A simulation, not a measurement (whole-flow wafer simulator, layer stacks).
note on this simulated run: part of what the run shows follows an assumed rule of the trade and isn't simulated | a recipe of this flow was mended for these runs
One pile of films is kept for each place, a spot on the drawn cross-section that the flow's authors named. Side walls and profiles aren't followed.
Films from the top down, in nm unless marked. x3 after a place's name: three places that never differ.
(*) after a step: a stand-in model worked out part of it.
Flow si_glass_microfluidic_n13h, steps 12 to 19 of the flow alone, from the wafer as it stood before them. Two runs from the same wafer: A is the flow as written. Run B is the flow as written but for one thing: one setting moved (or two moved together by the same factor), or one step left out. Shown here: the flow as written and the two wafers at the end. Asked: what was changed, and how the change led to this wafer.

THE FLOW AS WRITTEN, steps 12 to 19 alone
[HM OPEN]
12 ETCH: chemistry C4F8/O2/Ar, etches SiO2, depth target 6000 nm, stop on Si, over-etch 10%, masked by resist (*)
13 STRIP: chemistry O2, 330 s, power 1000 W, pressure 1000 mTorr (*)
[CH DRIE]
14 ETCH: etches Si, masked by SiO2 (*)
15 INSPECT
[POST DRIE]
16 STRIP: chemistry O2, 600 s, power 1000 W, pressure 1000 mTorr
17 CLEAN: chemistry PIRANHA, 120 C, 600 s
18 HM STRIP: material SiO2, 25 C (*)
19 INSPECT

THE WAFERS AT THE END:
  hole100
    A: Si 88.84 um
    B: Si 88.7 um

The cause: step 12, ETCH: depth target 6966 nm was run, where the flow has depth target 6000 nm.

How the change led to this, step by step:
  12 ETCH: chemistry C4F8/O2/Ar, etches SiO2, depth target 6000 nm, stop on Si, over-etch 10%, masked by resist (*)
      land: A thick-i-line-resist -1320 | B thick-i-line-resist -1532.5
      hole100: A SiO2 -6000 (all of it), Si -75 | B SiO2 -6000 (all of it), Si -207.8
  13 STRIP: chemistry O2, 330 s, power 1000 W, pressure 1000 mTorr (*)
      land: A thick-i-line-resist -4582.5 (all of it) | B thick-i-line-resist -4370 (all of it)
